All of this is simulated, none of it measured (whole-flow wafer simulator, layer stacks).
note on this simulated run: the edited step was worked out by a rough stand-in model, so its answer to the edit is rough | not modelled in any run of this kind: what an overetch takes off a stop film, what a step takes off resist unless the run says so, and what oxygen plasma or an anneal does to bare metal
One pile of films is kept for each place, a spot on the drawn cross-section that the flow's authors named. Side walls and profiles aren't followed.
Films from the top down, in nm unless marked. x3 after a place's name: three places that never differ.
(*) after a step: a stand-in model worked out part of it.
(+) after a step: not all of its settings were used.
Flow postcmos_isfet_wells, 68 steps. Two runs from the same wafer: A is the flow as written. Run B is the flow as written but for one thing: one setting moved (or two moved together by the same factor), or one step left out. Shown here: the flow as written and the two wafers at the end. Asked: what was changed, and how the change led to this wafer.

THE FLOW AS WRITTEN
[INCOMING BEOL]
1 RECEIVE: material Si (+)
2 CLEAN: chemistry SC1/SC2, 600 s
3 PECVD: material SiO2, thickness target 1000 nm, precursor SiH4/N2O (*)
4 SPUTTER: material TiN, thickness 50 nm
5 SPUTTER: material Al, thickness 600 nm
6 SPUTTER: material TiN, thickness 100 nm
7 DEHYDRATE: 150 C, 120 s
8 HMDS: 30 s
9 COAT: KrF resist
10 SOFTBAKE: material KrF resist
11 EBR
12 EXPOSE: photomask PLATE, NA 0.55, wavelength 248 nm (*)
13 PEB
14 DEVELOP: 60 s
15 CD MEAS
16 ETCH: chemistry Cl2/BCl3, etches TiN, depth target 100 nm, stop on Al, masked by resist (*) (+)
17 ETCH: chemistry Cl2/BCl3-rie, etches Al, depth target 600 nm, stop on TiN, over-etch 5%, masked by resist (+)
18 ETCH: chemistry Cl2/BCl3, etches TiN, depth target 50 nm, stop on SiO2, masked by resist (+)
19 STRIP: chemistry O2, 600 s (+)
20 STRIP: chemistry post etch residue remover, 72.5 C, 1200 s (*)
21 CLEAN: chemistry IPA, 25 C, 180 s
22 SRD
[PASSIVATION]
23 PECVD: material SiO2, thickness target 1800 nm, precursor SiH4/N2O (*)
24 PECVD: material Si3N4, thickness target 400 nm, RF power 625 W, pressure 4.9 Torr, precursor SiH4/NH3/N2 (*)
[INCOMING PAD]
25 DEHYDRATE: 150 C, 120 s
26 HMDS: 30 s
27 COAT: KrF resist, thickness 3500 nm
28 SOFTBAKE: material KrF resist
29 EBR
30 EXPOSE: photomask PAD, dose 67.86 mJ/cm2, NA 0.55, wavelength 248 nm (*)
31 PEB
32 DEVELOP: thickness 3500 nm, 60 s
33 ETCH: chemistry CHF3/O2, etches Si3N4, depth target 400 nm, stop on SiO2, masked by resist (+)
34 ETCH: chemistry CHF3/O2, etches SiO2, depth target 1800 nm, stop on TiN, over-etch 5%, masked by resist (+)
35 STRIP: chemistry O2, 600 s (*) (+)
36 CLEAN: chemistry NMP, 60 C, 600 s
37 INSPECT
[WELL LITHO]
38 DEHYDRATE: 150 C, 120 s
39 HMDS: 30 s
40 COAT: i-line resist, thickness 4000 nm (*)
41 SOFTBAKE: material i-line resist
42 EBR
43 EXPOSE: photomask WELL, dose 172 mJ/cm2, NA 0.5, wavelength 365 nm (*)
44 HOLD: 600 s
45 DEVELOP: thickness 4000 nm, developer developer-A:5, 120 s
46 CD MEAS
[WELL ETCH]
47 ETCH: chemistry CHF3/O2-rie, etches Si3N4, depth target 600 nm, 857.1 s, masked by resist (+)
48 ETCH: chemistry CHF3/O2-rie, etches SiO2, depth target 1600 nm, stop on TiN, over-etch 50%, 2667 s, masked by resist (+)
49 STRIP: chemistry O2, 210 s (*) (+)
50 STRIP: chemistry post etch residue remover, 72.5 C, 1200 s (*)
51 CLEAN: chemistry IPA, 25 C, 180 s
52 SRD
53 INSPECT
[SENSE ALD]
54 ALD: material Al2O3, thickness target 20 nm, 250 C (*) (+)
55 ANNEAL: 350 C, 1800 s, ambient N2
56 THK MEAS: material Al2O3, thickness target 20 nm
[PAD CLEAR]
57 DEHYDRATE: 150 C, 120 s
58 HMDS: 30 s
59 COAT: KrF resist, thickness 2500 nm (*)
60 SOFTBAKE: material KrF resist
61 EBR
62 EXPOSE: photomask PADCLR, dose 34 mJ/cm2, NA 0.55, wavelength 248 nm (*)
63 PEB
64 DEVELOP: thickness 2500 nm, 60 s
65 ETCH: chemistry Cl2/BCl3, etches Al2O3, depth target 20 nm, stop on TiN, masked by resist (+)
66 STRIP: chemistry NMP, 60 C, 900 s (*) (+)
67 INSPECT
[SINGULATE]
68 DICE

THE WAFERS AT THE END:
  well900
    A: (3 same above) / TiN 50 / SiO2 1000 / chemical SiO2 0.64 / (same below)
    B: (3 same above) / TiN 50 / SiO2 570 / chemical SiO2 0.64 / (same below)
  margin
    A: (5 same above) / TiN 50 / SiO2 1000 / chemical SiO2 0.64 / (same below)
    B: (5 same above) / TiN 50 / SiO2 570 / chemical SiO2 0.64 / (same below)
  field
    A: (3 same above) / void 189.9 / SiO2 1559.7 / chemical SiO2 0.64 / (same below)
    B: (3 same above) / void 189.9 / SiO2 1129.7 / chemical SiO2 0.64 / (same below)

The cause: step 3, PECVD: thickness target 570 nm was run, where the flow has thickness target 1000 nm.
It can be read off the wafer: well900 has SiO2 570, and step 3 as written asks for 1000 nm.

How the change led to this, step by step:
  3 PECVD: material SiO2, thickness target 1000 nm, precursor SiH4/N2O (*)
      field, margin, well900, well1300 x3, pad_rim, pad_clr, pad_open: A SiO2 +1000 (new film) | B SiO2 +570 (new film)
